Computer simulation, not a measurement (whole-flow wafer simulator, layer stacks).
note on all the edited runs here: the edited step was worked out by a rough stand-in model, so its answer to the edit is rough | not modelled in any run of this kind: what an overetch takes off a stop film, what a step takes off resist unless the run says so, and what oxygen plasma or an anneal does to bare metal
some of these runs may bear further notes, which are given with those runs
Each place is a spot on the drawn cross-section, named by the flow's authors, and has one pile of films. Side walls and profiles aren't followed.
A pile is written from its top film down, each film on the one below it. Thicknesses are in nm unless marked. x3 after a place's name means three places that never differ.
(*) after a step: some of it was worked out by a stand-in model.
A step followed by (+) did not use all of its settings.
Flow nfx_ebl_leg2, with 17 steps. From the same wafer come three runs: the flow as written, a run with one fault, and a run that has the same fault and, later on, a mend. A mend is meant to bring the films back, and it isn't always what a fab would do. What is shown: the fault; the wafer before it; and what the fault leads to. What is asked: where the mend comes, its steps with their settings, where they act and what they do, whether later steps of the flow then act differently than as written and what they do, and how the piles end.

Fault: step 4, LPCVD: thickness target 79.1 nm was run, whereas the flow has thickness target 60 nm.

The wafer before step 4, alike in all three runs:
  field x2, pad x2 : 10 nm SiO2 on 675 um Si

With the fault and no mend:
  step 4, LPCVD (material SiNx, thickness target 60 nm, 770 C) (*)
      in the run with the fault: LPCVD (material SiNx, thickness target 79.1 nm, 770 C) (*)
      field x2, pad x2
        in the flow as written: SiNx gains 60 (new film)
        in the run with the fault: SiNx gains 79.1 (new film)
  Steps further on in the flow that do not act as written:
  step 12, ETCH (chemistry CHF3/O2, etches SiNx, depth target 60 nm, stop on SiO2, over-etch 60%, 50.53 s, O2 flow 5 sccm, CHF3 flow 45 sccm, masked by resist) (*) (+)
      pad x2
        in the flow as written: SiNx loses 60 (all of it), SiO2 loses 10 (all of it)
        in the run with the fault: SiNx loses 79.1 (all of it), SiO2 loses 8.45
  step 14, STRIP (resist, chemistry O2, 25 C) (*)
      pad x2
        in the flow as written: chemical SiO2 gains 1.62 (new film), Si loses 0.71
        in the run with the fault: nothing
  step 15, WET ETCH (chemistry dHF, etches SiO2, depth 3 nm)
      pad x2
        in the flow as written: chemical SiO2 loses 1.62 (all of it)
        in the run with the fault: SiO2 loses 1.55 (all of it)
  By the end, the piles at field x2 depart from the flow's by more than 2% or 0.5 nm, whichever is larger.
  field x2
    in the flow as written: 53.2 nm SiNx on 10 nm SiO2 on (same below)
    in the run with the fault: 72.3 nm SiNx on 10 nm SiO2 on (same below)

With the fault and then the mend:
  The mend follows step 5.
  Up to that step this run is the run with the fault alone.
  step 5a, ETCH (chemistry h3po4, depth target 90.96 nm)
      field x2, pad x2
        SiNx loses 79.1 (all of it)
  step 5b, CLEAN (chemistry SC1/SC2) (the flow's step 2, run once more)
      alters no film at any place that is followed
  step 5c, LPCVD (material SiNx, thickness target 60 nm, 770 C) (*) (the flow's step 4, run once more)
      field x2, pad x2
        SiNx gains 60 (new film)
  Every later step of the flow that is run acts as written at every place that is followed.
  By the end, the piles equal the flow's at every place that both follow.
